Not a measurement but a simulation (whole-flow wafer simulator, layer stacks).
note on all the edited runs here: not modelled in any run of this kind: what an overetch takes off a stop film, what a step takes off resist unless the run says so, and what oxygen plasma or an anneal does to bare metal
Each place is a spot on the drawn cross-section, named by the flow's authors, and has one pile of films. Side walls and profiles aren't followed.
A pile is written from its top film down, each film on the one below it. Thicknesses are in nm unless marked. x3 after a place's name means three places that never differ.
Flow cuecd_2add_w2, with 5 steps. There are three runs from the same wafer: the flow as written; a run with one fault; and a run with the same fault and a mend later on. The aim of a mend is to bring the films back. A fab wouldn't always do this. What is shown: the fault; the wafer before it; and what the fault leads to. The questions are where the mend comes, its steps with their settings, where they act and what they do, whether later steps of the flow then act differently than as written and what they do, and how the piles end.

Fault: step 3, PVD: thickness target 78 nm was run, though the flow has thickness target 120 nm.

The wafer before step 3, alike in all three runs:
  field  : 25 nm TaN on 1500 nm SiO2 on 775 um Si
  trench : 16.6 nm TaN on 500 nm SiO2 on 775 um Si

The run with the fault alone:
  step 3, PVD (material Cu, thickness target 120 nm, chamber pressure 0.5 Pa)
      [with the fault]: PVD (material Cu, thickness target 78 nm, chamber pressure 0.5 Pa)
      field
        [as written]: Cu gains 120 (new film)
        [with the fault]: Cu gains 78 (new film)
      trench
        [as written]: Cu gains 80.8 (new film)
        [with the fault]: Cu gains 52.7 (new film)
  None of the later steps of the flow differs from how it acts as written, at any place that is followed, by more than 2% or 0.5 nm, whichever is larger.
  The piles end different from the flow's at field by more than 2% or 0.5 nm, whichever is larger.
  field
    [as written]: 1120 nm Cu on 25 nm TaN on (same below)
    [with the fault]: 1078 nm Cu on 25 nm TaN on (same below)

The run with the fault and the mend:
  The mend stands after step 3.
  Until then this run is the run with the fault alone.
  step 3a, PVD (material Cu, thickness target 42 nm, chamber pressure 0.5 Pa) (the flow's step 3 again, with other settings)
      field
        Cu gains 42
      trench
        Cu gains 27.7
  None of the later steps of the flow differs from how it acts as written, at any place that is followed, by more than 2% or 0.5 nm, whichever is larger.
  By the end, the piles equal the flow's at every place that both follow.
